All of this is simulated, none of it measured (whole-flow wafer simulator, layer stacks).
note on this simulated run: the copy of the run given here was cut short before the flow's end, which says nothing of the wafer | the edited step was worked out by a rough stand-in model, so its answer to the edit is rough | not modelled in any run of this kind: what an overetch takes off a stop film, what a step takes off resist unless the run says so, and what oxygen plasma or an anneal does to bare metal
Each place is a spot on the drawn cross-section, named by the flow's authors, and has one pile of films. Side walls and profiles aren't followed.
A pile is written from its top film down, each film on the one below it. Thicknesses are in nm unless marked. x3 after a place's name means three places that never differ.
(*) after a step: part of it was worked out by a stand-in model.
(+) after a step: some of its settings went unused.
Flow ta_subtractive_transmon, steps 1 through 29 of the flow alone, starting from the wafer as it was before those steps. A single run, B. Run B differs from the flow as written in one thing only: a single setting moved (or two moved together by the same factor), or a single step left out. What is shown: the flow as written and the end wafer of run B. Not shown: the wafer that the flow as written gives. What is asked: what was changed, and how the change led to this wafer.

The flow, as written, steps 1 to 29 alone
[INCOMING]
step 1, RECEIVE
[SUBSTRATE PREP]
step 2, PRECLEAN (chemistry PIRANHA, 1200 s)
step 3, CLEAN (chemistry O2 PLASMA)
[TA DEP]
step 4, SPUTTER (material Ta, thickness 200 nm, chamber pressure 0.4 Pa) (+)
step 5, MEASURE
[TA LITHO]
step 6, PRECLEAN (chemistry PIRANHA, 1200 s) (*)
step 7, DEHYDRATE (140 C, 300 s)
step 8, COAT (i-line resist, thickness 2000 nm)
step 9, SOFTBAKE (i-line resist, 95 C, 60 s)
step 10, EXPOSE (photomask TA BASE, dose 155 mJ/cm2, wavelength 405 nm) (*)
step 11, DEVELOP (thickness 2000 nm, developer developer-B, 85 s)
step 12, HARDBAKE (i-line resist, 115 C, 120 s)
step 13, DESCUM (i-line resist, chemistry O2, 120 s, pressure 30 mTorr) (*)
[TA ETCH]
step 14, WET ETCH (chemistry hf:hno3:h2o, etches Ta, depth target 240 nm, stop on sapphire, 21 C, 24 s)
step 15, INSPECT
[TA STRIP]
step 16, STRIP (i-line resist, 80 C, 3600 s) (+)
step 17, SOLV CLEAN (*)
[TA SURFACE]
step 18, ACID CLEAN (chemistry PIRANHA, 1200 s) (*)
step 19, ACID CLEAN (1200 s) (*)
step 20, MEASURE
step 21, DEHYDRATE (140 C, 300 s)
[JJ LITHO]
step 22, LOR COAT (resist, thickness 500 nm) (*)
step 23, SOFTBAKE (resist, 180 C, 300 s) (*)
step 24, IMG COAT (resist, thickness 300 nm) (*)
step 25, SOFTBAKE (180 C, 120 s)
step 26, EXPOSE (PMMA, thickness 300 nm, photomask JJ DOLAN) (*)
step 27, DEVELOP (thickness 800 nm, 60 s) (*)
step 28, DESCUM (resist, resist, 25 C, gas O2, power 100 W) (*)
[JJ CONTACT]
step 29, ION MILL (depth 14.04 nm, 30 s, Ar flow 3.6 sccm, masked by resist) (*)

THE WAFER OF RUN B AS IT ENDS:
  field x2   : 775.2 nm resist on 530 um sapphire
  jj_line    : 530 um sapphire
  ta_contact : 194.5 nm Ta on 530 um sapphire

What caused this: step 29, ION MILL: 16.5 s was run, though the flow has 30 s.

Step by step, how the change led to this:
  step 29, ION MILL (depth 14.04 nm, 30 s, Ar flow 3.6 sccm, masked by resist) (*)
      field x2, ta_pad: -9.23 resist (it would be, as written: -16.8 resist)
      jj_line, lead: -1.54 sapphire (it would be, as written: -2.8 sapphire)
      (and at 1 other place as well)
